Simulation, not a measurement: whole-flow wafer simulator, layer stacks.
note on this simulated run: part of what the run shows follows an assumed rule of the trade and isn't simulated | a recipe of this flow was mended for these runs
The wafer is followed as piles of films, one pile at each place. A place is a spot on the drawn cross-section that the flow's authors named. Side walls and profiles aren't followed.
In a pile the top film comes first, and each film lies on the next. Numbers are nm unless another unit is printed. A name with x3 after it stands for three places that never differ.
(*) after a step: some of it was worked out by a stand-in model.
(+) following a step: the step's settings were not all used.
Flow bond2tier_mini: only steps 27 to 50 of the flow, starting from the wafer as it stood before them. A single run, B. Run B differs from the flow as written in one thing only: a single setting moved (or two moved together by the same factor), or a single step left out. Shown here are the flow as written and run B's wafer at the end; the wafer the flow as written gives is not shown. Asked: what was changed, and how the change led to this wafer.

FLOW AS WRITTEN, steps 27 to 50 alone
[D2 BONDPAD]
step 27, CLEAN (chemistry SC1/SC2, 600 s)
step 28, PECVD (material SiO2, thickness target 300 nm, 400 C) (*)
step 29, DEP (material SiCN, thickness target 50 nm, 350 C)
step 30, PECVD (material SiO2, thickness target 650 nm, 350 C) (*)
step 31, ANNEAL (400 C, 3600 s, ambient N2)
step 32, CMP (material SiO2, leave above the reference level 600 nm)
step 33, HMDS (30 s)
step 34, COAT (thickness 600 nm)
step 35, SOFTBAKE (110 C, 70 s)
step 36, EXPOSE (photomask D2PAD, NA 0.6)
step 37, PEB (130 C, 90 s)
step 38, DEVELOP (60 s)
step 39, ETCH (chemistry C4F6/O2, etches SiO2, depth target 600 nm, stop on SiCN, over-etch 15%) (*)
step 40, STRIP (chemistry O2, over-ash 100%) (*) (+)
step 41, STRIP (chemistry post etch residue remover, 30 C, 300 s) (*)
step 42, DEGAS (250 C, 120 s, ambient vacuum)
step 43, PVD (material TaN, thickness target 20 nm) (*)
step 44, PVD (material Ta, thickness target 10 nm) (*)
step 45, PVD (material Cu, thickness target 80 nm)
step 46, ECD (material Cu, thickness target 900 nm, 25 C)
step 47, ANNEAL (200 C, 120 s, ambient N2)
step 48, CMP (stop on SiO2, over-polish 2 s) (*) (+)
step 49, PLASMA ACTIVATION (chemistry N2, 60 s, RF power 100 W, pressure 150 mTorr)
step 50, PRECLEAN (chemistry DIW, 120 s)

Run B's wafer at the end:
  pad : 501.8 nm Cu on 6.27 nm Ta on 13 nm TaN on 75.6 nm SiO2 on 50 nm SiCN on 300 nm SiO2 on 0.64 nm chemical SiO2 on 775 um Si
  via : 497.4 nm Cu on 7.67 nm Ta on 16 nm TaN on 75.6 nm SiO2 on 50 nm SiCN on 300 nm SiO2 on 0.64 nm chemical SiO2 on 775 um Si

Cause: step 39, ETCH: depth target 456 nm was run, whereas the flow has depth target 600 nm.

How this came from the change, step by step:
  step 39, ETCH (chemistry C4F6/O2, etches SiO2, depth target 600 nm, stop on SiCN, over-etch 15%) (*)
      pad, via: SiO2 loses 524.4 (it would be, as written: SiO2 loses 600 (all of it), SiCN loses 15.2)
      field: thick-KrF-resist loses 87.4 (it would be, as written: thick-KrF-resist loses 115)
  step 40, STRIP (chemistry O2, over-ash 100%) (*) (+)
      field: thick-KrF-resist loses 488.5 (all of it) (it would be, as written: thick-KrF-resist loses 460.9 (all of it))
  step 43, PVD (material TaN, thickness target 20 nm) (*)
      pad: TaN gains 13 (new film) (it would be, as written: TaN gains 12.3 (new film))
      via: TaN gains 16 (new film) (it would be, as written: TaN gains 14.9 (new film))
  step 44, PVD (material Ta, thickness target 10 nm) (*)
      via: Ta gains 7.67 (new film) (it would be, as written: Ta gains 7.07 (new film))
  step 45, PVD (material Cu, thickness target 80 nm)
      pad: Cu gains 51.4 (new film) (it would be, as written: Cu gains 48.4 (new film))
      via: Cu gains 63.5 (new film) (it would be, as written: Cu gains 59 (new film))
  step 46, ECD (material Cu, thickness target 900 nm, 25 C)
      pad: Cu gains 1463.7 (it would be, as written: Cu gains 1558.7)
      via: Cu gains 1447.3 (it would be, as written: Cu gains 1544.3)
